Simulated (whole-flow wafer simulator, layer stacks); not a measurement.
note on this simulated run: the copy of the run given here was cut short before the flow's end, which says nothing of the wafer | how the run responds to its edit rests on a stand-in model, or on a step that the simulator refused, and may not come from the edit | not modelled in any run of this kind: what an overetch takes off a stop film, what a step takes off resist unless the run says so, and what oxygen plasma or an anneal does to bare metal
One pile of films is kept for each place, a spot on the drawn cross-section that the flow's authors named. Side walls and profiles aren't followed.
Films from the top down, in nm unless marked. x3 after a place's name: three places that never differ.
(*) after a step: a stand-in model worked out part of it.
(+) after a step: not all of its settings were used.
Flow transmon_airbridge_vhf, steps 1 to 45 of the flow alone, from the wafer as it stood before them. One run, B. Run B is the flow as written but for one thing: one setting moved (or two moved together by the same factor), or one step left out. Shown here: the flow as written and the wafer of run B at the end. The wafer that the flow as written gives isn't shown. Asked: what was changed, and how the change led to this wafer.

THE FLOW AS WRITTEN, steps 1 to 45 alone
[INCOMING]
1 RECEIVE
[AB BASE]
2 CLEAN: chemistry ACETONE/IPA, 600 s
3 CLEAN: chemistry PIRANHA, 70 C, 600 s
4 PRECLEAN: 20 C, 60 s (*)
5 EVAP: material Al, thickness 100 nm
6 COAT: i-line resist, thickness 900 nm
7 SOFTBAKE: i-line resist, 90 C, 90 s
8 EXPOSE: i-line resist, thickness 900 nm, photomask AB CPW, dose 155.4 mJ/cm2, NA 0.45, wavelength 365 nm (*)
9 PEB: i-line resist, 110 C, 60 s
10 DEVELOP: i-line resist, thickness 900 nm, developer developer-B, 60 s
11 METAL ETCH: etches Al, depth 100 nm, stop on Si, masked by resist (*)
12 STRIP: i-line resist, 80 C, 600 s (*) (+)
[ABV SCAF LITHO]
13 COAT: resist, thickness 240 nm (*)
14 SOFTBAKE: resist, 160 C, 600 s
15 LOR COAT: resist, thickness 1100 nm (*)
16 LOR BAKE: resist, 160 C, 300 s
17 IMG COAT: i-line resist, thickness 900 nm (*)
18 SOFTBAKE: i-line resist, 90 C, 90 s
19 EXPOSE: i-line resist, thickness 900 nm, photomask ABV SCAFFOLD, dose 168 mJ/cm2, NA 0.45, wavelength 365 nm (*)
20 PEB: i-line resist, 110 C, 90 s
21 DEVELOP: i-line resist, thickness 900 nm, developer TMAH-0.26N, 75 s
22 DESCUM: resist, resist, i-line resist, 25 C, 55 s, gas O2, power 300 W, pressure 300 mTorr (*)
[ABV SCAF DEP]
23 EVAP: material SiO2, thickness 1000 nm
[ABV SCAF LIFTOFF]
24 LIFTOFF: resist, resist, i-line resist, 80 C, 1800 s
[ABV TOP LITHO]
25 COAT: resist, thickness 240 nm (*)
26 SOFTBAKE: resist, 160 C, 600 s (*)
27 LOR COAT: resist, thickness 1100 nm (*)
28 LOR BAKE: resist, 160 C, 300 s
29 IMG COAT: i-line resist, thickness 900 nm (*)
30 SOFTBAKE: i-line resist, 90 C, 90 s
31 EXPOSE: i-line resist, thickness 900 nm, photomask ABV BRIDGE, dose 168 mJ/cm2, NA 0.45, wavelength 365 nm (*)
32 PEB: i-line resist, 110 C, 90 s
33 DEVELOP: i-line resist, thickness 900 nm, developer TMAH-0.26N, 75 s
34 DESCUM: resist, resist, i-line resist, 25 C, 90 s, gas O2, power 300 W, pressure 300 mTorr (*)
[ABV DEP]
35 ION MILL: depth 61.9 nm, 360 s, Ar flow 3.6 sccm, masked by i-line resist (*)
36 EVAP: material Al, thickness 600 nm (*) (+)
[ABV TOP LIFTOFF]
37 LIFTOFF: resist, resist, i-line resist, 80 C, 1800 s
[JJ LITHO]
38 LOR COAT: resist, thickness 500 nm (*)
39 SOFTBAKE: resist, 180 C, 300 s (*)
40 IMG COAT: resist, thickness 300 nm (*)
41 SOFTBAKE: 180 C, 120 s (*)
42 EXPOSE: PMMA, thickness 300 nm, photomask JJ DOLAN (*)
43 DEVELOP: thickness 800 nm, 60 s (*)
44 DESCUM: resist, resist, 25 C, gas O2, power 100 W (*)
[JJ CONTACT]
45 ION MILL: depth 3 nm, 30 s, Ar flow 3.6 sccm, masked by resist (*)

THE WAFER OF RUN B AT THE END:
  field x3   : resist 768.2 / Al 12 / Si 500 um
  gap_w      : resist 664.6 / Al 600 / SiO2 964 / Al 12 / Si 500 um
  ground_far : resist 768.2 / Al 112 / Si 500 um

The cause: step 5, EVAP: thickness 112 nm was run, where the flow has thickness 100 nm.
It can be read off the wafer: ground_far has Al 112, and step 5 as written asks for 100 nm.

How the change led to this, step by step:
  5 EVAP: material Al, thickness 100 nm
      field x3, jj_line, ground_far and 12 more: Al +112 (new film) (as written it would be: Al +100 (new film))
  11 METAL ETCH: etches Al, depth 100 nm, stop on Si, masked by resist (*)
      field x3, jj_line, gap_w, gap_e: Al -100 (as written it would be: Al -100 (all of it))
  45 ION MILL: depth 3 nm, 30 s, Ar flow 3.6 sccm, masked by resist (*)
      jj_line: Al -12 (all of it), Si -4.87 (as written it would be: Si -11.6)
Counting metal films that touch as one body, field x3 has 1 body; the flow as written gives 0 bodies.
Counting metal films that touch as one body, gap_w has 2 bodies (between them, from the top down: SiO2 964); the flow as written gives 1 body.
